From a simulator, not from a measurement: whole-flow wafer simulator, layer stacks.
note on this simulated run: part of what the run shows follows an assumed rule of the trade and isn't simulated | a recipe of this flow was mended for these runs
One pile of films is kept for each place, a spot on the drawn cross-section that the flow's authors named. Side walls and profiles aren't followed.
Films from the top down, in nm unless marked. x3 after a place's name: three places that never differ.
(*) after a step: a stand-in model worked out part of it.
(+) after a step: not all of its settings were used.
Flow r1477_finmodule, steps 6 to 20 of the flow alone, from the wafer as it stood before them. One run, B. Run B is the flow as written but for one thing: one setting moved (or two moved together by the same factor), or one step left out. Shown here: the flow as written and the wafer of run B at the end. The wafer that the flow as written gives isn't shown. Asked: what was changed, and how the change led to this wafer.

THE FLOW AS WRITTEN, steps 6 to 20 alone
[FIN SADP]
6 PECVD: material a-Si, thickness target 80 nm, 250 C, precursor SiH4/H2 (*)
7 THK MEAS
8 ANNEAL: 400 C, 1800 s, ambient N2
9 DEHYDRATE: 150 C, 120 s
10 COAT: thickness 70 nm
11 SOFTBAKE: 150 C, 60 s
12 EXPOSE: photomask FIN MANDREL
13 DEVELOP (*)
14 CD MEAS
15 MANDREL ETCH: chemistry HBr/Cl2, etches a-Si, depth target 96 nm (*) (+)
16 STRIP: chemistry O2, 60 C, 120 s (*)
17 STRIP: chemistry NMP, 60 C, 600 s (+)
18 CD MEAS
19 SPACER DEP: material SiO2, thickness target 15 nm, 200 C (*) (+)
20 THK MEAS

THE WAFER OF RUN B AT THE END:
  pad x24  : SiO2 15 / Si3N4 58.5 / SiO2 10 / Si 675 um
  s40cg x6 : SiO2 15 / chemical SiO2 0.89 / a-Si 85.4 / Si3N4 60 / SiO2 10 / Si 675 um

The cause: step 6, PECVD: thickness target 85.8 nm was run, where the flow has thickness target 80 nm.

How the change led to this, step by step:
  6 PECVD: material a-Si, thickness target 80 nm, 250 C, precursor SiH4/H2 (*)
      pad x24, s40cg x6, s40sg_line x6: a-Si +85.8 (new film) (as written it would be: a-Si +80 (new film))
  15 MANDREL ETCH: chemistry HBr/Cl2, etches a-Si, depth target 96 nm (*) (+)
      pad x24, s40sg_line x6: a-Si -85.8 (all of it), Si3N4 -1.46 (as written it would be: a-Si -80 (all of it), Si3N4 -2.29)
